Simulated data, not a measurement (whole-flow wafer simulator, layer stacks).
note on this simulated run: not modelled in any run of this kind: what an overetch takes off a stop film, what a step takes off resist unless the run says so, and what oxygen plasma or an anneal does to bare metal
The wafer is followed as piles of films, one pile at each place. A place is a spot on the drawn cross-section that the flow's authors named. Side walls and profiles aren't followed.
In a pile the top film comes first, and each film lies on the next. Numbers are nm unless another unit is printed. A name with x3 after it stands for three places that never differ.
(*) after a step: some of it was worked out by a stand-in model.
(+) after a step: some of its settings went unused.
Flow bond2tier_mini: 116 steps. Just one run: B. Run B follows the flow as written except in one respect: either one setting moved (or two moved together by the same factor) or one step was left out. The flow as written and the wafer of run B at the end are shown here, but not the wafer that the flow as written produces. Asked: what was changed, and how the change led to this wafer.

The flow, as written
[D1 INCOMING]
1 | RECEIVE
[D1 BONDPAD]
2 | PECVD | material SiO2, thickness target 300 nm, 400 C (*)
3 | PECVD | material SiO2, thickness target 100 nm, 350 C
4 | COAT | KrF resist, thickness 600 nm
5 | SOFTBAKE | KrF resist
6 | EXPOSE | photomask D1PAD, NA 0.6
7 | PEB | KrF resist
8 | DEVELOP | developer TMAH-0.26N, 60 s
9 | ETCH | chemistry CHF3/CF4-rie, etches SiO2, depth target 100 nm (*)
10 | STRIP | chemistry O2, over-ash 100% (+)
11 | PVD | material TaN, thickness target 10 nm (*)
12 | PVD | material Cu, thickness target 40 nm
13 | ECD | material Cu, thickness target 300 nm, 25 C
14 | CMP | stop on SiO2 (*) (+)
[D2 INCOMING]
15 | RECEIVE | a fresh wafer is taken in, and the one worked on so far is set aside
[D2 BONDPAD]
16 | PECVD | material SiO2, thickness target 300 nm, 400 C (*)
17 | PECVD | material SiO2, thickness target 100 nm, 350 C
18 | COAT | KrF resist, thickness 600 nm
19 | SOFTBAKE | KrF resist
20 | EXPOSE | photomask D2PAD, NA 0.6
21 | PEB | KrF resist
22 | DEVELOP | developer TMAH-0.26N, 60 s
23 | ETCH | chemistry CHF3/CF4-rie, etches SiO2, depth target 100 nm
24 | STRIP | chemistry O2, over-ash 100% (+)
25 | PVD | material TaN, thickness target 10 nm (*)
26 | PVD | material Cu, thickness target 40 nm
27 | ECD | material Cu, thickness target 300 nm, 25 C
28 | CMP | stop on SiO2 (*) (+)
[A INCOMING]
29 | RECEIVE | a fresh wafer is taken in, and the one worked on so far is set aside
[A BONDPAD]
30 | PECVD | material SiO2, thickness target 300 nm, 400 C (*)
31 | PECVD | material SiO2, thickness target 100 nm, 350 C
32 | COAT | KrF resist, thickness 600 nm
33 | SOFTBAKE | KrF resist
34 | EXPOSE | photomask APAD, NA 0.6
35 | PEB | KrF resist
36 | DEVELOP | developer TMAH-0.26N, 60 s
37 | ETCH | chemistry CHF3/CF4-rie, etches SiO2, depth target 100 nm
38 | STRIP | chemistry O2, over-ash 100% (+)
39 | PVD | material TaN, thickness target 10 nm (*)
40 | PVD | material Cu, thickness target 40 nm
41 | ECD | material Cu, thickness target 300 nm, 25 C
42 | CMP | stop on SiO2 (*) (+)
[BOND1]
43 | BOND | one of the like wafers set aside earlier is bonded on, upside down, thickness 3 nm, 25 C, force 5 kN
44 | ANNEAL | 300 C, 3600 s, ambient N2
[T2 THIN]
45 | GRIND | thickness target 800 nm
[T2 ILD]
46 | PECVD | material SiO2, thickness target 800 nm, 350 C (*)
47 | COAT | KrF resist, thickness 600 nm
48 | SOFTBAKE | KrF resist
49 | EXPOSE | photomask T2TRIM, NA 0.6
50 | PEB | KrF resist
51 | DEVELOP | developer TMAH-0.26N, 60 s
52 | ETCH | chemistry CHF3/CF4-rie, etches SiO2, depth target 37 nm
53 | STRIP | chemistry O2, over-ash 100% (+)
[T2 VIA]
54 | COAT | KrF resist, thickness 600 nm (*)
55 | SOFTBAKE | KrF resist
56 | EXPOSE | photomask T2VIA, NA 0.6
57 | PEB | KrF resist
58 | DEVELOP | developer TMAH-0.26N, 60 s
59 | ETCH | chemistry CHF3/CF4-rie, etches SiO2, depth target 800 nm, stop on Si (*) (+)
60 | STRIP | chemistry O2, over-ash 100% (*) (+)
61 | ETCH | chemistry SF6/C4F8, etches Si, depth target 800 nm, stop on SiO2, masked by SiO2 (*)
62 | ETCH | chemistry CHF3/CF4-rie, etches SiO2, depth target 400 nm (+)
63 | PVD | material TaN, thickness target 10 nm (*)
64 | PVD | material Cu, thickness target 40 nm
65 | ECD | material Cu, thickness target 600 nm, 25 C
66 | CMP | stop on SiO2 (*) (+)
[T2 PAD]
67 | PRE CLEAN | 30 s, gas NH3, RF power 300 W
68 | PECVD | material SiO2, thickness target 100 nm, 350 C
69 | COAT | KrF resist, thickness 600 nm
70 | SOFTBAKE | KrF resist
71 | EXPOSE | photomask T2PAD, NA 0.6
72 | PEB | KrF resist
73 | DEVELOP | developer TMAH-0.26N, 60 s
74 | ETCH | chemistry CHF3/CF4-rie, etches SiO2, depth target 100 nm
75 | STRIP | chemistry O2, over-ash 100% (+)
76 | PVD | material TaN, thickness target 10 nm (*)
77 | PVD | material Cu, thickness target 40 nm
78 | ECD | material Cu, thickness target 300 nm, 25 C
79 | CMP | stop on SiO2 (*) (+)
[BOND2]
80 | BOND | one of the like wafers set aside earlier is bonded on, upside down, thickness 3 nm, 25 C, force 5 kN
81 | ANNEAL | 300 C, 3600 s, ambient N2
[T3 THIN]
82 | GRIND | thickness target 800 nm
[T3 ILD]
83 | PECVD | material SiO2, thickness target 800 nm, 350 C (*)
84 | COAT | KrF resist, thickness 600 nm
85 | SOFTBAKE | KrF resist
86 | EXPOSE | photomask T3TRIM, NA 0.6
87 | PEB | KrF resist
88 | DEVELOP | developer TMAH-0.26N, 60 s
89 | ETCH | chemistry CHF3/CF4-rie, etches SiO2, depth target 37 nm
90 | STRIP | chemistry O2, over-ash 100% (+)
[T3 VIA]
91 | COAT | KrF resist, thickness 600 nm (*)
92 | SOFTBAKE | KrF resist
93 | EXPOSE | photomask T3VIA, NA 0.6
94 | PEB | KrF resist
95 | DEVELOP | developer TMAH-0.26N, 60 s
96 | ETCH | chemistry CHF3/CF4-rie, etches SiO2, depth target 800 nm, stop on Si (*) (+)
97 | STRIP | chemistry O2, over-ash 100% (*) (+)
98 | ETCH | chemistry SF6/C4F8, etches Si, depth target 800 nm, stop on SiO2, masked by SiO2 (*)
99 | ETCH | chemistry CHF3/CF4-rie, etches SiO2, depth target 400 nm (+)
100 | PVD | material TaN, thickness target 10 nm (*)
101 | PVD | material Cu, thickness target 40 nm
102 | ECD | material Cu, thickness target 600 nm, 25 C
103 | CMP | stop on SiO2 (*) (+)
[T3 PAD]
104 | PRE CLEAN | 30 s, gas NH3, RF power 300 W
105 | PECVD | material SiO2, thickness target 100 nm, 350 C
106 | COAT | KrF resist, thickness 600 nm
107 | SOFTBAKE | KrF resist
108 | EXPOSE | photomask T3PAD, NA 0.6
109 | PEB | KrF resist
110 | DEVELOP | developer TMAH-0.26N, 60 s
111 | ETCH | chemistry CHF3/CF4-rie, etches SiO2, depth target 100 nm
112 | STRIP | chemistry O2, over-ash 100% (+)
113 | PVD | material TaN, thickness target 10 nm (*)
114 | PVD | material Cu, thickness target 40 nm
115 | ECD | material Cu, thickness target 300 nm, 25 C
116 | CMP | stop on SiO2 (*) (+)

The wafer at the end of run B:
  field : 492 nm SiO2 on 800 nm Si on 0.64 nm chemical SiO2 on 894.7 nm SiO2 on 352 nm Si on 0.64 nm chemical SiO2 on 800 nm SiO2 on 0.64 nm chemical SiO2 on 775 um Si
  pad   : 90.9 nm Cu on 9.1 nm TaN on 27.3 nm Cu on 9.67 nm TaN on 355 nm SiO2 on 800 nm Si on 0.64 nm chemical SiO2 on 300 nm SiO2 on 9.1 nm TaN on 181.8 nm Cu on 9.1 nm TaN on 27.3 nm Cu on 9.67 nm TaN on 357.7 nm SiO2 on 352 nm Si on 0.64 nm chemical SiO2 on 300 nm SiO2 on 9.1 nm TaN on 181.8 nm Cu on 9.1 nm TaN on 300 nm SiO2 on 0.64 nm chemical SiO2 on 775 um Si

What caused this: step 45, GRIND: thickness target 352 nm was run, though the flow has thickness target 800 nm.
The wafer lets one read it off: field has Si 352, and step 45 as written asks for 800 nm.

The path from the change to this, step by step:
  45 | GRIND | thickness target 800 nm
      field, pad, via: Si loses 774.65 um (in the flow as written it would be: Si loses 774.2 um)
  61 | ETCH | chemistry SF6/C4F8, etches Si, depth target 800 nm, stop on SiO2, masked by SiO2 (*)
      field, pad: SiO2 loses 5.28 (in the flow as written it would be: SiO2 loses 8)
